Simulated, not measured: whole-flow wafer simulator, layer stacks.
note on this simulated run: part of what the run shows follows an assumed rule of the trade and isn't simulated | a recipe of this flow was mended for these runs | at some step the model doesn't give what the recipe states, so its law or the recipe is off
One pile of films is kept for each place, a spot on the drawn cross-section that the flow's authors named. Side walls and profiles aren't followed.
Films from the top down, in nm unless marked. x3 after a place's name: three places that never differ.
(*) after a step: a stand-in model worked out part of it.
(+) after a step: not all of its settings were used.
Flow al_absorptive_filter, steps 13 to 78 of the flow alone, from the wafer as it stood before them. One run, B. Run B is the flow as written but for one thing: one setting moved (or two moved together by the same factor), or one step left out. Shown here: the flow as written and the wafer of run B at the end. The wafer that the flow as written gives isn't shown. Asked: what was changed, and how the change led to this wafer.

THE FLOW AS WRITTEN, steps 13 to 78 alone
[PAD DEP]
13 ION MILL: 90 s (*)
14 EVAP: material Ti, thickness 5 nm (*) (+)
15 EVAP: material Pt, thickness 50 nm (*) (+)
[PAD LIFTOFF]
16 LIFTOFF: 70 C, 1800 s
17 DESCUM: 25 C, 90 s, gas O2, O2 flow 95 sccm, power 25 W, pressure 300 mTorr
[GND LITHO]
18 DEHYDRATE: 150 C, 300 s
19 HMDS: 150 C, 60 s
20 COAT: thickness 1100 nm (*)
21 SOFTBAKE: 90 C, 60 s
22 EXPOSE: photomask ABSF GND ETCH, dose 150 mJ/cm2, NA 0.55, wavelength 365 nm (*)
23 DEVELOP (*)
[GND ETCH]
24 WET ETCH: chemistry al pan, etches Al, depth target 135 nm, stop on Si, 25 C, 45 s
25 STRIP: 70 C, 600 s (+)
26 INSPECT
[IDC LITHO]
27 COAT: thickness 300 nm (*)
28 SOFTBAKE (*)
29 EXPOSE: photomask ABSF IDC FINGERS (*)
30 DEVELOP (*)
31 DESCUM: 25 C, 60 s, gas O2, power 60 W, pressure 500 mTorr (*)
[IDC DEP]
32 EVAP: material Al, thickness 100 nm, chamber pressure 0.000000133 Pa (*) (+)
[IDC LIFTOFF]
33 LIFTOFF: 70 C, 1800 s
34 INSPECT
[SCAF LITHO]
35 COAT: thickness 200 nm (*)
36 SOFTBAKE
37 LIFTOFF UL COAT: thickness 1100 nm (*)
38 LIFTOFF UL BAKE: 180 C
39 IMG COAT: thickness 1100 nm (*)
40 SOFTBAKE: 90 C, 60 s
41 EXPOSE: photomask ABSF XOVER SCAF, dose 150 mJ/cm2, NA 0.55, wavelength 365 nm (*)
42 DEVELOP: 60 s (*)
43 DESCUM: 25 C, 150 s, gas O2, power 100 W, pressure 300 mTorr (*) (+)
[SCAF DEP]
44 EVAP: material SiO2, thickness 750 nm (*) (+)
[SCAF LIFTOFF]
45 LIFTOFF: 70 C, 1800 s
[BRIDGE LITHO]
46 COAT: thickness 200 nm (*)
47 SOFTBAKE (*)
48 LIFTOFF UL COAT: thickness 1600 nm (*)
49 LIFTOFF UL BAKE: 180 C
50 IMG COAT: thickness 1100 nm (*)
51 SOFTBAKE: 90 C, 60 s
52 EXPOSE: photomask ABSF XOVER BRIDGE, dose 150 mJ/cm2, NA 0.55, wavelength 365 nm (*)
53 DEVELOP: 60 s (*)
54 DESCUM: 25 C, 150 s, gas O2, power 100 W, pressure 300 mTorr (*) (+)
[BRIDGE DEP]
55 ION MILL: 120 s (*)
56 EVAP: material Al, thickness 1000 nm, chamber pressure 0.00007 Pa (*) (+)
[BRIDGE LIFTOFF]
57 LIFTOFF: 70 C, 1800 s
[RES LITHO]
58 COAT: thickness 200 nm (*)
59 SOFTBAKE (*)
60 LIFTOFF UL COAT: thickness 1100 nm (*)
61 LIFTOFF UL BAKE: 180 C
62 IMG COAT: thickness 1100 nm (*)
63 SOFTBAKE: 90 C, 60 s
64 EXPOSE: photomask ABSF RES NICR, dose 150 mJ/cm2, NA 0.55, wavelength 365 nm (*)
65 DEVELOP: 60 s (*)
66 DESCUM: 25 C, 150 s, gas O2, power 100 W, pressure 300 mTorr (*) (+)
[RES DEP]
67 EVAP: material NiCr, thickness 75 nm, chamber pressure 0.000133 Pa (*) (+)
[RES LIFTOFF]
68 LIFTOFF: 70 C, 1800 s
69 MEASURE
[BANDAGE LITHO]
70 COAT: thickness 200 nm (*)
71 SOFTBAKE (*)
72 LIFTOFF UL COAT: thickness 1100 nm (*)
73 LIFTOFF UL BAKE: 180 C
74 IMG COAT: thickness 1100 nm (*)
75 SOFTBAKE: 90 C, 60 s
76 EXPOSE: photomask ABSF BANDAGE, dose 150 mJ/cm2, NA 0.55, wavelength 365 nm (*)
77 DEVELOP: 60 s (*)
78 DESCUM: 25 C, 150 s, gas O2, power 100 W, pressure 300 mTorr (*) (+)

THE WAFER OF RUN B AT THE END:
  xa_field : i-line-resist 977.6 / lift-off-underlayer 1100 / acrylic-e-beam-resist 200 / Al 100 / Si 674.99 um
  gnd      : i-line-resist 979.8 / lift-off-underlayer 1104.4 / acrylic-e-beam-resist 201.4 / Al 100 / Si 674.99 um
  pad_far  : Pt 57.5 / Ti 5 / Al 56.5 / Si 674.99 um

The cause: step 15, EVAP: thickness 57.5 nm was run, where the flow has thickness 50 nm.
It can be read off the wafer: pad_far has Pt 57.5, and step 15 as written asks for 50 nm.

How the change led to this, step by step:
  15 EVAP: material Pt, thickness 50 nm (*) (+)
      gnd, pad_far, pad_near and 11 more: Pt +57.5 (new film) (as written it would be: Pt +50 (new film))
  16 LIFTOFF: 70 C, 1800 s
      gnd, ledge, res and 9 more: Pt -57.5 (all of it), Ti -5 (all of it), i-line-resist -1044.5 (all of it), lift-off-underlayer -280 (all of it) (as written it would be: Pt -50 (all of it), Ti -5 (all of it), i-line-resist -1044.5 (all of it), lift-off-underlayer -280 (all of it))
